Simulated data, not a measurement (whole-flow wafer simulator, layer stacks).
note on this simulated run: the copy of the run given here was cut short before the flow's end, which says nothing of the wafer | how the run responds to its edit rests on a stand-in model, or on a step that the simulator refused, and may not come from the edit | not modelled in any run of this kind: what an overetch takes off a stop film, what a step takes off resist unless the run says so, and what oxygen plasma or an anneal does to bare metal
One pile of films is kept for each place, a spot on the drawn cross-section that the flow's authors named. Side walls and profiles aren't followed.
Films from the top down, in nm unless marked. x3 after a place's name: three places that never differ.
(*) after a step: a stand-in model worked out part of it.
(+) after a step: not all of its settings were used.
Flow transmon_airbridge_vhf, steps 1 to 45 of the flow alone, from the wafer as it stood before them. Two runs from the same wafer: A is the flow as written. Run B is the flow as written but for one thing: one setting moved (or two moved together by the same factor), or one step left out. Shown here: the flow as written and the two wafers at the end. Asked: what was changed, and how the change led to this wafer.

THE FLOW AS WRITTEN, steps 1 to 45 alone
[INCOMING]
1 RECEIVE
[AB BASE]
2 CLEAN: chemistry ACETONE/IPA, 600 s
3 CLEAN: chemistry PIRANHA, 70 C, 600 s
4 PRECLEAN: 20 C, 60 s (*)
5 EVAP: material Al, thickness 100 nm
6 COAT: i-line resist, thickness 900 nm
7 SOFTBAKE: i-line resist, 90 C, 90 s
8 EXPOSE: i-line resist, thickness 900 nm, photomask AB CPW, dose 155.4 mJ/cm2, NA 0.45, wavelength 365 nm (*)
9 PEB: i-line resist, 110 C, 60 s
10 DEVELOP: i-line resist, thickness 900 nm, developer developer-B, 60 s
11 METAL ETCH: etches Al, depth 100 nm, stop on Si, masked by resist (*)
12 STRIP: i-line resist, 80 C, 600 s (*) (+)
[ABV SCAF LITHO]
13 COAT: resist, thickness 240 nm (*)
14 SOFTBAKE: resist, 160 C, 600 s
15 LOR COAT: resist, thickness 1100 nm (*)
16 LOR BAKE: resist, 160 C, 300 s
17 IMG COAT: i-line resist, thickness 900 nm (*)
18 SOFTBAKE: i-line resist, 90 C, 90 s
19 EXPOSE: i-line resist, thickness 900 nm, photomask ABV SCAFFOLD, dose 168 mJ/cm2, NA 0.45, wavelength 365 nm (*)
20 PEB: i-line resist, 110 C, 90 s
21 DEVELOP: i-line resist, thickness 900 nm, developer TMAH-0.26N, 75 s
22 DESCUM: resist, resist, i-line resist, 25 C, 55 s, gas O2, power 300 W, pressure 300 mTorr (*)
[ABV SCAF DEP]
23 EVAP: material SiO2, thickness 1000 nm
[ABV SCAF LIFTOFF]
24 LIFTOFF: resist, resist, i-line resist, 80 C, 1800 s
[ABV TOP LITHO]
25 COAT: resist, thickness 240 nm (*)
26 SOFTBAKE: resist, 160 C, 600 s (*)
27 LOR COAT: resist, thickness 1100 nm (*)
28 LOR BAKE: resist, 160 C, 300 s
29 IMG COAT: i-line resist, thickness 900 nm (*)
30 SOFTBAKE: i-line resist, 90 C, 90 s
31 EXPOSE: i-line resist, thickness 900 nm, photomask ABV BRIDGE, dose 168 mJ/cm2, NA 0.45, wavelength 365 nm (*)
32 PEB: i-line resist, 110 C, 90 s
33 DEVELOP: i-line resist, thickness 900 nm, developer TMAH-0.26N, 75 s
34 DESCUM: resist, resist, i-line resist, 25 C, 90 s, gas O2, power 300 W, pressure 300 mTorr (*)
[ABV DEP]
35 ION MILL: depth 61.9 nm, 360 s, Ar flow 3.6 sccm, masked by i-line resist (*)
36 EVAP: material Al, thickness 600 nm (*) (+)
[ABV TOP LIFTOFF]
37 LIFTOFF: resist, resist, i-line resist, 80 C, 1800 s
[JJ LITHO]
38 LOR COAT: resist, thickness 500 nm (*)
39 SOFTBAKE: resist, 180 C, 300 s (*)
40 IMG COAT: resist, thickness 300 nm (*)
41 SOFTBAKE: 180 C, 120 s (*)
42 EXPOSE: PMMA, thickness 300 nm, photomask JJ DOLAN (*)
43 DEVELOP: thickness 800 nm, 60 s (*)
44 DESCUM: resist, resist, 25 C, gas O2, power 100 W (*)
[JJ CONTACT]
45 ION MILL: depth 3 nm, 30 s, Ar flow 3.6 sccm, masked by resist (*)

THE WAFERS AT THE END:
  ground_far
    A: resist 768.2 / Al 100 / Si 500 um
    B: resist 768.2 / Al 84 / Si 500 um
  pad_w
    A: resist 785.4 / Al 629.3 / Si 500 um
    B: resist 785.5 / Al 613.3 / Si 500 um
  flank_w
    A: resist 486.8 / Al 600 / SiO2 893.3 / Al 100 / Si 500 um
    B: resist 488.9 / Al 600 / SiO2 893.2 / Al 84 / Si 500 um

The cause: step 5, EVAP: thickness 84 nm was run, where the flow has thickness 100 nm.
It can be read off the wafer: ground_far has Al 84, and step 5 as written asks for 100 nm.

How the change led to this, step by step:
  5 EVAP: material Al, thickness 100 nm
      field x3, jj_line, ground_far and 12 more: A Al +100 (new film) | B Al +84 (new film)
  11 METAL ETCH: etches Al, depth 100 nm, stop on Si, masked by resist (*)
      field x3, jj_line, gap_w, gap_e: A Al -100 (all of it) | B Al -84 (all of it)
